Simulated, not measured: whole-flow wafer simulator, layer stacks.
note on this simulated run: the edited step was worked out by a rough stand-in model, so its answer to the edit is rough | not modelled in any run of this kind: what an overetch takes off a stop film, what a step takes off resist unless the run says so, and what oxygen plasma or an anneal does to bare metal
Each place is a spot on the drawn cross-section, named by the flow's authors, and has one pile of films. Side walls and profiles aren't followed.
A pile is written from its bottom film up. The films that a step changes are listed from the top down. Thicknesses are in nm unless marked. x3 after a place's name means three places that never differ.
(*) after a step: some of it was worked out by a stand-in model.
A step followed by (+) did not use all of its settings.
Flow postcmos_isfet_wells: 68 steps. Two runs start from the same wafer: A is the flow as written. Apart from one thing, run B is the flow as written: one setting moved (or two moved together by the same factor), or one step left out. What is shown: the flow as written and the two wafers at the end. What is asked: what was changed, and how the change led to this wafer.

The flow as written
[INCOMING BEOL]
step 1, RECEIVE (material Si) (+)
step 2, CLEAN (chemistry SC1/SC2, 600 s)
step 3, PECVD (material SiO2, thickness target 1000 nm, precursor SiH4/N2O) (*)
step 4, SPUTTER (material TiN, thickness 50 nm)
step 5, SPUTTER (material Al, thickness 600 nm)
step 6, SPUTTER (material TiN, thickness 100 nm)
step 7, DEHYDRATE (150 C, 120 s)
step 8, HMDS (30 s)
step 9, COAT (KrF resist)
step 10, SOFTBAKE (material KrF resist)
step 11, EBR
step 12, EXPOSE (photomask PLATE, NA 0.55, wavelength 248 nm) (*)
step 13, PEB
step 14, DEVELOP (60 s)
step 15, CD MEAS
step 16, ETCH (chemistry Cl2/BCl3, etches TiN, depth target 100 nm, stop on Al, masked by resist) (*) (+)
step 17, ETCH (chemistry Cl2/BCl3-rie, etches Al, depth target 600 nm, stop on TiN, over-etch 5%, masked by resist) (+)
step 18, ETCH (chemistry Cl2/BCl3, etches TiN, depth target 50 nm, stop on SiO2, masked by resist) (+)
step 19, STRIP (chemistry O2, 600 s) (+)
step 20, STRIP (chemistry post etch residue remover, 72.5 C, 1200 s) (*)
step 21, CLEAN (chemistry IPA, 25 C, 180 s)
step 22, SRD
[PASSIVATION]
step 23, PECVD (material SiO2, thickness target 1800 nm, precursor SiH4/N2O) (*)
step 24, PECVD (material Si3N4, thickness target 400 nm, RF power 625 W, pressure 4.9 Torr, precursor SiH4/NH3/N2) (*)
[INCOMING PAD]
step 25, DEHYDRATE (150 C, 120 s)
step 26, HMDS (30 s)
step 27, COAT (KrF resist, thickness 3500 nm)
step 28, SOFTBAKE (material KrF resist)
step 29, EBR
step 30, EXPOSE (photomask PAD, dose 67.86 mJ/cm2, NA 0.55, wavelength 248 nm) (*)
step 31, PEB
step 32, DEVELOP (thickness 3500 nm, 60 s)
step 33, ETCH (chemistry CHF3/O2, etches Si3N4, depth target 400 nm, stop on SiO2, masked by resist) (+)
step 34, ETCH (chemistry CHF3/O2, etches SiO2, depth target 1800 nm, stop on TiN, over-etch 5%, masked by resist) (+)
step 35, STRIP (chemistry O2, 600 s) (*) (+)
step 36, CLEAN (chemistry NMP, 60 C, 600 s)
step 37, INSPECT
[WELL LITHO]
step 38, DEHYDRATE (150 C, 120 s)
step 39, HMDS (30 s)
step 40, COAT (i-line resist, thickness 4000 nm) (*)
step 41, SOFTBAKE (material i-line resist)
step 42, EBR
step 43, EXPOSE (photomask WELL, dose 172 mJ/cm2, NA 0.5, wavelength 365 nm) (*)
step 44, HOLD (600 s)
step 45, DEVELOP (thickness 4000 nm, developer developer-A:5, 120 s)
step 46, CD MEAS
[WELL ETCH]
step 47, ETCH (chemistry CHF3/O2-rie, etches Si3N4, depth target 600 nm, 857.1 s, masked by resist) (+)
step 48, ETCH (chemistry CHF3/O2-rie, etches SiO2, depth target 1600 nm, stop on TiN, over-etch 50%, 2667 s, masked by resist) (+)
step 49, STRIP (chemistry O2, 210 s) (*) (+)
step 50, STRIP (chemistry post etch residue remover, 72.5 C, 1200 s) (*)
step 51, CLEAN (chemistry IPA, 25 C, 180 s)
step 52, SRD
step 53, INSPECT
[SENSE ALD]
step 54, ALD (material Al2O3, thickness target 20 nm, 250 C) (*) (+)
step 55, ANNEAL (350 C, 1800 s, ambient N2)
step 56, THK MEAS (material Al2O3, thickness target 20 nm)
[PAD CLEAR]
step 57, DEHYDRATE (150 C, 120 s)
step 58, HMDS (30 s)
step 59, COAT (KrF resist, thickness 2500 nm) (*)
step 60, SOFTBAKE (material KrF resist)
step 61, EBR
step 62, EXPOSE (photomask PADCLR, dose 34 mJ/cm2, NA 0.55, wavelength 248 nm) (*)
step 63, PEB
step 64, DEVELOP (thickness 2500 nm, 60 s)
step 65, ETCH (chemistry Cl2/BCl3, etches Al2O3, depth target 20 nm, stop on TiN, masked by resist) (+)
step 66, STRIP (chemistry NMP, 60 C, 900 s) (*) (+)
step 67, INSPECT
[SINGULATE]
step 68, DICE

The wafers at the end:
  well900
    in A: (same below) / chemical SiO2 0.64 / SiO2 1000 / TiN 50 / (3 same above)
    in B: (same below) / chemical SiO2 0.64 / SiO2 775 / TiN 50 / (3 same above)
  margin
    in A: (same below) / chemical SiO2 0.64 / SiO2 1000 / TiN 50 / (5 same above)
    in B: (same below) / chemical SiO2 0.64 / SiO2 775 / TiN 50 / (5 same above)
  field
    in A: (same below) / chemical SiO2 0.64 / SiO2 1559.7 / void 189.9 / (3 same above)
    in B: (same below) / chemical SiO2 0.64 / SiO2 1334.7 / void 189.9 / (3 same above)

What caused this: step 3, PECVD: thickness target 775 nm was run, whereas the flow has thickness target 1000 nm.
One can read it off the wafer: well900 has SiO2 775, and step 3 as written asks for 1000 nm.

The path from the change to this, step by step:
  step 3, PECVD (material SiO2, thickness target 1000 nm, precursor SiH4/N2O) (*)
      field, margin, well900, well1300 x3, pad_rim, pad_clr, pad_open: A SiO2 gains 1000 (new film) | B SiO2 gains 775 (new film)
